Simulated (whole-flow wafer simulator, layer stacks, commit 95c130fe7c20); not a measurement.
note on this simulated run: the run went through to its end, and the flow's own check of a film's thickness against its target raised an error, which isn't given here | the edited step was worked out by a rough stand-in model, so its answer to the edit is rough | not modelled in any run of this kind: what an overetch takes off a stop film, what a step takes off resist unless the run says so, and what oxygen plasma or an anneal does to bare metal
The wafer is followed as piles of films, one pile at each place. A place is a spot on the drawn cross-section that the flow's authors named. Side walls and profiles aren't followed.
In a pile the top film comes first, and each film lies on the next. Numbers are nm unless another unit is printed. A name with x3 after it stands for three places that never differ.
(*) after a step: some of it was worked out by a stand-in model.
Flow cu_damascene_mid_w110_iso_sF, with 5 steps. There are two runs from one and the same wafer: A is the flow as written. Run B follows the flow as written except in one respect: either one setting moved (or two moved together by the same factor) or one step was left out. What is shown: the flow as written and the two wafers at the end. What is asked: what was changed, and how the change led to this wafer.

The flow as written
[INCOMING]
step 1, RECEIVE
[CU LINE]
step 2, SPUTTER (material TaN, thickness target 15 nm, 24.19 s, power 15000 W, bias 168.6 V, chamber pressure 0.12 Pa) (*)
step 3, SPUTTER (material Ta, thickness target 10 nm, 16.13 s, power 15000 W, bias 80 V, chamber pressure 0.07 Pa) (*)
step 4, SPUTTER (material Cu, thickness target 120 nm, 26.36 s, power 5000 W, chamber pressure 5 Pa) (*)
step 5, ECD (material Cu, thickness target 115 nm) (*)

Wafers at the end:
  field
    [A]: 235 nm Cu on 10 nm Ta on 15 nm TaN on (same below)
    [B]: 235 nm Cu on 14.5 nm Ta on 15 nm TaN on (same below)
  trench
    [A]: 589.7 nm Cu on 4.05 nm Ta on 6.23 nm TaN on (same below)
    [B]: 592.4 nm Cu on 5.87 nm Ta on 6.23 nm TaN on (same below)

What caused this: step 3, SPUTTER: thickness target 14.5 nm was run, though the flow has thickness target 10 nm; step 3, SPUTTER: 23.39 s was run, where the flow has 16.13 s.
The wafer itself shows it: field has Ta 14.5, and step 3 as written asks for 10 nm.

The path from the change to this, step by step:
  step 3, SPUTTER (material Ta, thickness target 10 nm, 16.13 s, power 15000 W, bias 80 V, chamber pressure 0.07 Pa) (*)
      field: A +10 Ta (new film) | B +14.5 Ta (new film)
      trench: A +4.05 Ta (new film) | B +5.87 Ta (new film)
